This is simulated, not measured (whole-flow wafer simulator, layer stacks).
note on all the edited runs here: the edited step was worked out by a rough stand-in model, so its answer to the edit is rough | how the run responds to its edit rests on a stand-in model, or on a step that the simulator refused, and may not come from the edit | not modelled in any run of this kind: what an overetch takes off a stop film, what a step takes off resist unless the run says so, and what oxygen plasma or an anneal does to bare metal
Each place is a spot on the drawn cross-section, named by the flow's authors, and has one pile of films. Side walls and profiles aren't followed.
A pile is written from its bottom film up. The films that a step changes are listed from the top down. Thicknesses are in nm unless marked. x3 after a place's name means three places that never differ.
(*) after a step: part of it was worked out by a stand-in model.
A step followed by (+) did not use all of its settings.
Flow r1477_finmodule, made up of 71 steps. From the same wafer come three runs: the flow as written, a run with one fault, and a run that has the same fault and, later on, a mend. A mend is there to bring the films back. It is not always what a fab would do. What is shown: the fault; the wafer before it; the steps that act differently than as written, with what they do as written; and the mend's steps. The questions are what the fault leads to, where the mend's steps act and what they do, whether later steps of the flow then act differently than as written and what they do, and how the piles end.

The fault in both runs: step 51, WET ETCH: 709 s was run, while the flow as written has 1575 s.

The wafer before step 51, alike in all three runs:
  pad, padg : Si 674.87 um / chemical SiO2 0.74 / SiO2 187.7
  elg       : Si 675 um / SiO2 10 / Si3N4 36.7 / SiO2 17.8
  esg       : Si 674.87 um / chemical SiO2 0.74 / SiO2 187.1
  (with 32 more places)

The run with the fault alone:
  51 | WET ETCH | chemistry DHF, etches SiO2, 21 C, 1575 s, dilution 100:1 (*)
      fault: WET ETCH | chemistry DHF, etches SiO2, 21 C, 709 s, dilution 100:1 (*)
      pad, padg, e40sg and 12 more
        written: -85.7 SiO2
        fault: -38.6 SiO2
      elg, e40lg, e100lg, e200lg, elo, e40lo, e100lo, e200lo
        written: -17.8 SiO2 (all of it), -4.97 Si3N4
        fault: -17.8 SiO2 (all of it), -1.44 Si3N4
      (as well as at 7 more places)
  Steps later in the flow that act otherwise than as written (not shown: 1 more step that differs only slightly, by at most 2% or 0.5 nm, whichever is larger):
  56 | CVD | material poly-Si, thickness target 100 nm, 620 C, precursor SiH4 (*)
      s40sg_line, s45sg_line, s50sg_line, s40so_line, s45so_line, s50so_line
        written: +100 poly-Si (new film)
        fault: +124.5 poly-Si (new film)
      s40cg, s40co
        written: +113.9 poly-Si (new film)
        fault: +100 poly-Si (new film)
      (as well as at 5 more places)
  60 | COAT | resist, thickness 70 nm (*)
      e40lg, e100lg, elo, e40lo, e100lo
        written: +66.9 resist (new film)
        fault: +69 resist (new film)
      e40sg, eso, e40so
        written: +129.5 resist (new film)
        fault: +88.1 resist (new film)
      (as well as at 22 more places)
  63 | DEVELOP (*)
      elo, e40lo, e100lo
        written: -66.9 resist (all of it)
        fault: -69 resist (all of it)
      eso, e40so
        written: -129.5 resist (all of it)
        fault: -88.1 resist (all of it)
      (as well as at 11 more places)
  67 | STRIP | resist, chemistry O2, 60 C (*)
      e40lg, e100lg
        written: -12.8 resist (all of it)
        fault: -14.9 resist (all of it)
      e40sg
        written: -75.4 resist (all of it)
        fault: -34 resist (all of it)
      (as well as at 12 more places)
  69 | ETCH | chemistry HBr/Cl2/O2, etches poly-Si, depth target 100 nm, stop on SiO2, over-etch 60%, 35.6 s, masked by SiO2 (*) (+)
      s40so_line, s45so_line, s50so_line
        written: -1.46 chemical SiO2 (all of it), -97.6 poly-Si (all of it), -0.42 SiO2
        fault: -1.2 chemical SiO2 (all of it), -122.2 poly-Si (all of it), -0.19 SiO2
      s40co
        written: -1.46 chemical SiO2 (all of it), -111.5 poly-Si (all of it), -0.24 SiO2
        fault: -1.2 chemical SiO2 (all of it), -97.7 poly-Si (all of it), -0.42 SiO2
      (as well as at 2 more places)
  The piles end different from the flow's at pad, padg, elg and 30 more by more than 2% or 0.5 nm, whichever is larger.
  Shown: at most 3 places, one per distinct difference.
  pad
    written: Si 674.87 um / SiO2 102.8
    fault: Si 674.87 um / SiO2 149.9
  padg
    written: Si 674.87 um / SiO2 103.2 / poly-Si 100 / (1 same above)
    fault: Si 674.87 um / SiO2 150.3 / poly-Si 100 / (1 same above)
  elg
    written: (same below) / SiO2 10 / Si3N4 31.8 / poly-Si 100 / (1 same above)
    fault: (same below) / SiO2 10 / Si3N4 35.3 / poly-Si 100 / (1 same above)

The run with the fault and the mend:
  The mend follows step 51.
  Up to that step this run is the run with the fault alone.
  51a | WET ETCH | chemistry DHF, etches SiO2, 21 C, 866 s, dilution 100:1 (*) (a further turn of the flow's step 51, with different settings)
      pad, padg, e40sg and 12 more
        -47.1 SiO2
      elg, e40lg, e100lg, e200lg, elo, e40lo, e100lo, e200lo
        -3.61 Si3N4
      esg, s40cg, s45cg, s50cg, s40co, s45co, s50co
        -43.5 SiO2
  None of the later steps of the flow differs from how it acts as written, at any place that is followed, by more than 2% or 0.5 nm, whichever is larger.
  When the end is reached, the piles differ only a little from the flow's at the places that both follow, at most by 2% or 0.5 nm, whichever is larger.
